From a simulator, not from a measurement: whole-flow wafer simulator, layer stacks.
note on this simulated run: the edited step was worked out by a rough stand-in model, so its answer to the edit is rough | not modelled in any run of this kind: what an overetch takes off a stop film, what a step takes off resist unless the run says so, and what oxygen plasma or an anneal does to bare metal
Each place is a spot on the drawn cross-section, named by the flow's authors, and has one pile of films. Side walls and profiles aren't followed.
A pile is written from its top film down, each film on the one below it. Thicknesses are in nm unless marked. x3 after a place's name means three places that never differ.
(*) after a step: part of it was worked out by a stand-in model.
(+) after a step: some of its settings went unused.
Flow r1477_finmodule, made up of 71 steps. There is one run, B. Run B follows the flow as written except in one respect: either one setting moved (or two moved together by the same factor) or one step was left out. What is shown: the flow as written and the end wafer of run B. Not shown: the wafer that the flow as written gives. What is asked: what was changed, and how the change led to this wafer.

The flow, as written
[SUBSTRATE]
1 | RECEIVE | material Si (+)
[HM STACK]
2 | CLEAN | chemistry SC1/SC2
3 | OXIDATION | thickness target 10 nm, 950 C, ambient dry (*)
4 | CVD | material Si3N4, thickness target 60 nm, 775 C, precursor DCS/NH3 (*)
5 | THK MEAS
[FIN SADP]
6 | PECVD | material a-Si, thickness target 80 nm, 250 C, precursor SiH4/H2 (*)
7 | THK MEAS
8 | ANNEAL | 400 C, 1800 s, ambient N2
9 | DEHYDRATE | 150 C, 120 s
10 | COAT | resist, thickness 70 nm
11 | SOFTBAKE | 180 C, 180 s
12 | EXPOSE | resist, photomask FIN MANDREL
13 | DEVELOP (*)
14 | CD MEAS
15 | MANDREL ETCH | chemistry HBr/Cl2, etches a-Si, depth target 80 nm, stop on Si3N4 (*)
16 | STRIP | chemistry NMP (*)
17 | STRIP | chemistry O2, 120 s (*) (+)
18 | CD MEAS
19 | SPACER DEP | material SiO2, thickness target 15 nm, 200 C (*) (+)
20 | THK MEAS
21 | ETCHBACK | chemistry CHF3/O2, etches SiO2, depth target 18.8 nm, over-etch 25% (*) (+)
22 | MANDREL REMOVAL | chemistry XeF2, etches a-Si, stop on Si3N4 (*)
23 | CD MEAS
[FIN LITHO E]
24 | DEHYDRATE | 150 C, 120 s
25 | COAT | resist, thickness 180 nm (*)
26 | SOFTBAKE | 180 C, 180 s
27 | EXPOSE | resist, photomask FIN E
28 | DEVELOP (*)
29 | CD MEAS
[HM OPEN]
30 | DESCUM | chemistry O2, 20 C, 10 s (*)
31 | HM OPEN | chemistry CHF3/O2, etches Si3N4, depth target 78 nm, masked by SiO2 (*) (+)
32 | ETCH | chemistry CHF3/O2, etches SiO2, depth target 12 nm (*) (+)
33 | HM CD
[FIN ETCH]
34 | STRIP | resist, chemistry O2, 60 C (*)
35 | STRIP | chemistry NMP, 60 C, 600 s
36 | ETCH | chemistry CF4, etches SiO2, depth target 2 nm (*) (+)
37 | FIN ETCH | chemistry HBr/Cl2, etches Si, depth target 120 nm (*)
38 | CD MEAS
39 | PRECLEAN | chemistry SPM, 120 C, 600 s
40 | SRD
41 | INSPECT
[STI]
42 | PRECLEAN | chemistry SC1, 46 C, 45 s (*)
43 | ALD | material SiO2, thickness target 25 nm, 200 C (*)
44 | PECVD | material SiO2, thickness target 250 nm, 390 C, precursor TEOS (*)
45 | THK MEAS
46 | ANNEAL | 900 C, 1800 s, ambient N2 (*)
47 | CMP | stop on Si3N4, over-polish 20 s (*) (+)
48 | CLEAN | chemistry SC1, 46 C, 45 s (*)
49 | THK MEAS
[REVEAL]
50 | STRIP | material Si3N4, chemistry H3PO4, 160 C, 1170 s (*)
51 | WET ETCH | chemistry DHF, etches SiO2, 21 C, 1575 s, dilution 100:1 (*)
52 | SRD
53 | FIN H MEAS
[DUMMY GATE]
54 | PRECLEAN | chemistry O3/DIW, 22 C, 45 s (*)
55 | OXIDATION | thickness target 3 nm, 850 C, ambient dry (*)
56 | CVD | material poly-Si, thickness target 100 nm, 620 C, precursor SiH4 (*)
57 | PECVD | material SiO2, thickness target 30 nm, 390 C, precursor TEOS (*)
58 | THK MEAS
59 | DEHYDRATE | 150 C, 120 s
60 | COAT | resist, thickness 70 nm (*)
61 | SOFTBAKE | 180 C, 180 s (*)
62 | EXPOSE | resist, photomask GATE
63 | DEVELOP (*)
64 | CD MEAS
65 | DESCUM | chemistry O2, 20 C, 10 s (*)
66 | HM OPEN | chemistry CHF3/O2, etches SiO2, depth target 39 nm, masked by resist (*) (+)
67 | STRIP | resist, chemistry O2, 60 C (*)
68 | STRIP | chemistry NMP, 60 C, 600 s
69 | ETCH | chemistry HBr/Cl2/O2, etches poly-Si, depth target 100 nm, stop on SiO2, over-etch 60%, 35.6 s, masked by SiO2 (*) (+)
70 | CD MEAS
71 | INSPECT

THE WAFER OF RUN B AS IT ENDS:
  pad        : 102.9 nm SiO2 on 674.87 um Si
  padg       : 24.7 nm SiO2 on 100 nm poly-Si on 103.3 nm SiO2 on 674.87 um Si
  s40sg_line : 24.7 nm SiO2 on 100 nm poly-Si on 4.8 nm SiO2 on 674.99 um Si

Cause: step 55, OXIDATION: thickness target 4.8 nm was run, though the flow has thickness target 3 nm.
One can read it off the wafer: s40sg_line has SiO2 4.8, and step 55 as written asks for 3 nm.

How this came from the change, step by step:
  55 | OXIDATION | thickness target 3 nm, 850 C, ambient dry (*)
      s40sg_line, s45sg_line, s50sg_line, s40so_line, s45so_line, s50so_line: SiO2 gains 4.8 (new film), chemical SiO2 loses 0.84 (all of it), Si loses 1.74 (in the flow as written it would be: SiO2 gains 3 (new film), chemical SiO2 loses 0.84 (all of it), Si loses 0.95)
  67 | STRIP | resist, chemistry O2, 60 C (*)
      s40sg: resist loses 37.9 (all of it) (in the flow as written it would be: resist loses 36.9 (all of it))
      s45sg: resist loses 37.7 (all of it) (in the flow as written it would be: resist loses 36.9 (all of it))
      (as well as at 1 more place)
